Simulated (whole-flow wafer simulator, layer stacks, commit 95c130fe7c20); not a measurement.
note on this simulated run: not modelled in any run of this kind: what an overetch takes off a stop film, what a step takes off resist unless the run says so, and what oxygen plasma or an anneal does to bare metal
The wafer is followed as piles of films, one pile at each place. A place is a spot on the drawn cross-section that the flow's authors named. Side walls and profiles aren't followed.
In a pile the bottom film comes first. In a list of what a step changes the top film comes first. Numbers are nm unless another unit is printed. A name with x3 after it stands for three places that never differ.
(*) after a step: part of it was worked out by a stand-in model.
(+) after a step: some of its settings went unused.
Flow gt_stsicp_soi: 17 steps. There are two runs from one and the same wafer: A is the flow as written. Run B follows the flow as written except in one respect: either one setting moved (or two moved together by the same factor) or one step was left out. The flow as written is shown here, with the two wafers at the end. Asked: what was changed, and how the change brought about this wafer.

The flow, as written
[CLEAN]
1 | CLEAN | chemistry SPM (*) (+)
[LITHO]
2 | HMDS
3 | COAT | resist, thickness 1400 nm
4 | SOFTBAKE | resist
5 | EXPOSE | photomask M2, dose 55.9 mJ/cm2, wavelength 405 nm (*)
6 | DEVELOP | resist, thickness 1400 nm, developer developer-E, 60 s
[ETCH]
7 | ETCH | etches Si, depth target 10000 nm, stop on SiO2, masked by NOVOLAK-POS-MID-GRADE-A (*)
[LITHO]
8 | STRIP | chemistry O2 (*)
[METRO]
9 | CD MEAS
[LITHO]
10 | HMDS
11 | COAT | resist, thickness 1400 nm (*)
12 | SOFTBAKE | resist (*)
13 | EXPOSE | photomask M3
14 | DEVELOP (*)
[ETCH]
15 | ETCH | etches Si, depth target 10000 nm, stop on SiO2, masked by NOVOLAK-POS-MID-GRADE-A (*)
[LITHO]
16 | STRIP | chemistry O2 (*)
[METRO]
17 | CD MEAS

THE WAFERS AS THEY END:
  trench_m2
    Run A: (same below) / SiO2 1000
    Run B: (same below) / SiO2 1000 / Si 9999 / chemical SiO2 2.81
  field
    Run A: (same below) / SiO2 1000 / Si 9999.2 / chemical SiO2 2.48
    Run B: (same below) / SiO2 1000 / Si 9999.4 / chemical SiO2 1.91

The reason: step 7, ETCH: etches Si, depth target 10000 nm, stop on SiO2, masked by NOVOLAK-POS-MID-GRADE-A (*), was skipped.

Step by step, how the change led to this:
  8 | STRIP | chemistry O2 (*)
      trench_m2: A nothing | B +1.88 chemical SiO2, -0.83 Si
      field, trench_m3: A -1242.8 resist (all of it), +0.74 chemical SiO2, -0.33 Si | B -1367.8 resist (all of it), +0.76 chemical SiO2, -0.34 Si
  11 | COAT | resist, thickness 1400 nm (*)
      field: A +1332.8 resist (new film) | B +1400 resist (new film)
      trench_m2: A +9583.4 resist (new film) | B +1399.5 resist (new film)
      (and at 1 other place as well)
  14 | DEVELOP (*)
      trench_m3: A -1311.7 resist (all of it) | B -1400 resist (all of it)
  16 | STRIP | chemistry O2 (*)
      trench_m2: A -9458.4 resist (all of it) | B -1274.4 resist (all of it), +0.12 chemical SiO2, -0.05 Si
      field: A -1207.8 resist (all of it), +0.94 chemical SiO2, -0.41 Si | B -1275 resist (all of it), +0.35 chemical SiO2, -0.15 Si
